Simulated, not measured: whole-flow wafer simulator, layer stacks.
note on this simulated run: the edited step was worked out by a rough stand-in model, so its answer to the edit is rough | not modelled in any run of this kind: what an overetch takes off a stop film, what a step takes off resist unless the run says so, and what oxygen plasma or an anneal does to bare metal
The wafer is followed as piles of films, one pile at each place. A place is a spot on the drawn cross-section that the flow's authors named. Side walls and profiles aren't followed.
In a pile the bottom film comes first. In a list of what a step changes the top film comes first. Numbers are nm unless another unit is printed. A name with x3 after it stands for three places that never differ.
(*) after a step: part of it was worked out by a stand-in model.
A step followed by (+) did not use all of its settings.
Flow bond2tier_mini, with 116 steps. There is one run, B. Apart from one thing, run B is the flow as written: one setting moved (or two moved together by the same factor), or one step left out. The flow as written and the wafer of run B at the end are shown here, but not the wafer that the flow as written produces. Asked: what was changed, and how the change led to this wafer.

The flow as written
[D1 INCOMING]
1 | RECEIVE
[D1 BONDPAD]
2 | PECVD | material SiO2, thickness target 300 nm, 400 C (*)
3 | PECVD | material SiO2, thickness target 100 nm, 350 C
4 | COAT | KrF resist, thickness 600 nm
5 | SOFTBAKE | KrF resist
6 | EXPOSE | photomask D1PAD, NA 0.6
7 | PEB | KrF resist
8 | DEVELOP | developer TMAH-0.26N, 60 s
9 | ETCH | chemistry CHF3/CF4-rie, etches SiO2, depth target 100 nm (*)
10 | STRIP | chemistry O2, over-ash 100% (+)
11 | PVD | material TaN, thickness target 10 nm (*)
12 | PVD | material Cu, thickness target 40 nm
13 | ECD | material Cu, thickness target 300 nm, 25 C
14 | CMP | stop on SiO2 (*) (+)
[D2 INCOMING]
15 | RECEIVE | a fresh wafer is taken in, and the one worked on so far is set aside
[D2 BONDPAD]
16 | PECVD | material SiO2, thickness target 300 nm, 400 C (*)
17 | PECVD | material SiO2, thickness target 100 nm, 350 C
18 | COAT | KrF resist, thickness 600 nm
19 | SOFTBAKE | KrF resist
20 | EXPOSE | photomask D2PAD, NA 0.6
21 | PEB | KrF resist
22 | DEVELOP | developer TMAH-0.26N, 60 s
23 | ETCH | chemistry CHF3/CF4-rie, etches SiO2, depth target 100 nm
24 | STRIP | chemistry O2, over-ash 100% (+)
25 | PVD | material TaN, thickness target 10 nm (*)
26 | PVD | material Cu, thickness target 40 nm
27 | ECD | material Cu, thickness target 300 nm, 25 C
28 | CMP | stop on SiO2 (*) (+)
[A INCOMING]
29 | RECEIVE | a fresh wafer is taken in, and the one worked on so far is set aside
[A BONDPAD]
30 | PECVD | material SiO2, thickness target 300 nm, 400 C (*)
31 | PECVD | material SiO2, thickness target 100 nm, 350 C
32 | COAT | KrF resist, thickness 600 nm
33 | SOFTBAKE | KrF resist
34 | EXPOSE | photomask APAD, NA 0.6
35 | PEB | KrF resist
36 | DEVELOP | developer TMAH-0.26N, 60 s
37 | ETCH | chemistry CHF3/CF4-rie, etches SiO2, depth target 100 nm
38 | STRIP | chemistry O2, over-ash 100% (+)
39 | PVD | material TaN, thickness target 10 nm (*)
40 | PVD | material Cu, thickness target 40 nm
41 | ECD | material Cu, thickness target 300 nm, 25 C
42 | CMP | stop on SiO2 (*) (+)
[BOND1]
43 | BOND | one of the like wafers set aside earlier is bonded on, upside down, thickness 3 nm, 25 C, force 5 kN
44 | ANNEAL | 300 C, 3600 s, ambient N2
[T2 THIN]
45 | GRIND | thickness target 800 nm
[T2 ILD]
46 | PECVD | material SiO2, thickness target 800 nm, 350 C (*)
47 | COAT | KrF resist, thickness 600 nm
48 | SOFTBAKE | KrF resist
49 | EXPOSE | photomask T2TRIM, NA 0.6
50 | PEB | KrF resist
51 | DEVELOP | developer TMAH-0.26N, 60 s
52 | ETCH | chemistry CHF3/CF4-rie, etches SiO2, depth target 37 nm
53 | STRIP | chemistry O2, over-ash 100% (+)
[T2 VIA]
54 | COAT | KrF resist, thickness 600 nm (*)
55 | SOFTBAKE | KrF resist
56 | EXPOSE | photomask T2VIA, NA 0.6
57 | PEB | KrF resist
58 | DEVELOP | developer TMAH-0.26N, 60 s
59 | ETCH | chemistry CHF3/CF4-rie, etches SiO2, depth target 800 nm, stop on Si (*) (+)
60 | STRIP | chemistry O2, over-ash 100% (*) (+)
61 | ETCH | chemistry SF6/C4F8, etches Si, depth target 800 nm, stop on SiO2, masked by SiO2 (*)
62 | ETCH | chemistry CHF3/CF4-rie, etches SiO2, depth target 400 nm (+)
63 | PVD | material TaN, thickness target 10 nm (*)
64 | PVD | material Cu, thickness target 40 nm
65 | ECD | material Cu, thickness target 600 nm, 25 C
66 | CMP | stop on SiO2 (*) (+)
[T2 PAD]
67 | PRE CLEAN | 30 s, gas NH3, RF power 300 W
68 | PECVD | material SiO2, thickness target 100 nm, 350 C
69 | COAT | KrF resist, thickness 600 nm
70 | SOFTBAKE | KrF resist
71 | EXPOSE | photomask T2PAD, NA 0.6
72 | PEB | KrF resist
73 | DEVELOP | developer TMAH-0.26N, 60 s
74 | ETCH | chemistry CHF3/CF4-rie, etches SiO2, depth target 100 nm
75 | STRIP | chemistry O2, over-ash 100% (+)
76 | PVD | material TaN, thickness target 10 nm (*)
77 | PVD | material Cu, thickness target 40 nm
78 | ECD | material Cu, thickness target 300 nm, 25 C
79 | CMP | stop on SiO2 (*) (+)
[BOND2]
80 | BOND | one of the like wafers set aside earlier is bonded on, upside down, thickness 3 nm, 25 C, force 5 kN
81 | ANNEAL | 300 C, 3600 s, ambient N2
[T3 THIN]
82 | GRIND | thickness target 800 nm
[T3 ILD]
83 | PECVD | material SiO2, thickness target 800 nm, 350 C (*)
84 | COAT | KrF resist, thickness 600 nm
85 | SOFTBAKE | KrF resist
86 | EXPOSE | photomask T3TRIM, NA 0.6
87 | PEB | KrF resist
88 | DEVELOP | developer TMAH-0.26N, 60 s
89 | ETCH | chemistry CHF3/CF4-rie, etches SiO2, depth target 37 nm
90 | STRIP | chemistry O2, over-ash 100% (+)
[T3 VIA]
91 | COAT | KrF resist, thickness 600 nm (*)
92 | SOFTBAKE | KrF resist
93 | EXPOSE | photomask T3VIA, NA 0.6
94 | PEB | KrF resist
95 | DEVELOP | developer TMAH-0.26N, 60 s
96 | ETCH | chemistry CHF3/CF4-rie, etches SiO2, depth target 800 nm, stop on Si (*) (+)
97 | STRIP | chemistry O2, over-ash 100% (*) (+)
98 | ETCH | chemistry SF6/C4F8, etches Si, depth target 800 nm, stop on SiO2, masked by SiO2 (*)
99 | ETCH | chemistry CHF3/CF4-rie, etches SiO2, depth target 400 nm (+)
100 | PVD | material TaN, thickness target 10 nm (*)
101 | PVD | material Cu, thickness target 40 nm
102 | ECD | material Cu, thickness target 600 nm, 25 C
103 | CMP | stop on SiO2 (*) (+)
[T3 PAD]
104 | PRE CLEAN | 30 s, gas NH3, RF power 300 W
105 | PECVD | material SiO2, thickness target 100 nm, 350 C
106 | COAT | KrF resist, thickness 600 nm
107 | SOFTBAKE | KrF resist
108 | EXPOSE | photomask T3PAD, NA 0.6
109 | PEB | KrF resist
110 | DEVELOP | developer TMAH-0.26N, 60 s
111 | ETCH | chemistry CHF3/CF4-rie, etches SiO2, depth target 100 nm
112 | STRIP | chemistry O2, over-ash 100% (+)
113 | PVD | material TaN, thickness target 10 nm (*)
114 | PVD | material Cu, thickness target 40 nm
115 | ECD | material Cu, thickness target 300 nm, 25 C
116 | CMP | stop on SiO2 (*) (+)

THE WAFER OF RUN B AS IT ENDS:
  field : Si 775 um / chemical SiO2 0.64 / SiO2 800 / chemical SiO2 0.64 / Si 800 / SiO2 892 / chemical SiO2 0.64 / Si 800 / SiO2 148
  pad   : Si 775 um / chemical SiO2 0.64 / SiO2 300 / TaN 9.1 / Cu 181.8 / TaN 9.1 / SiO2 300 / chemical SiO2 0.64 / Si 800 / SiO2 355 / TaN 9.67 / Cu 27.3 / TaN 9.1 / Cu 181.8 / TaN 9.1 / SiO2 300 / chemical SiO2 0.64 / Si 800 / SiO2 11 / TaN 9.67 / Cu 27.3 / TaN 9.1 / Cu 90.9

Cause: step 83, PECVD: thickness target 456 nm was run, whereas the flow has thickness target 800 nm.

Step by step, how the change led to this:
  83 | PECVD | material SiO2, thickness target 800 nm, 350 C (*)
      field, pad: +456 SiO2 (new film) (as written it would have been: +800 SiO2 (new film))
  96 | ETCH | chemistry CHF3/CF4-rie, etches SiO2, depth target 800 nm, stop on Si (*) (+)
      field, pad: -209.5 KrF resist (as written it would have been: -266.7 KrF resist)
  97 | STRIP | chemistry O2, over-ash 100% (*) (+)
      field: -361.1 KrF resist (all of it) (as written it would have been: -303.9 KrF resist (all of it))
      pad: -393.1 KrF resist (all of it) (as written it would have been: -336 KrF resist (all of it))
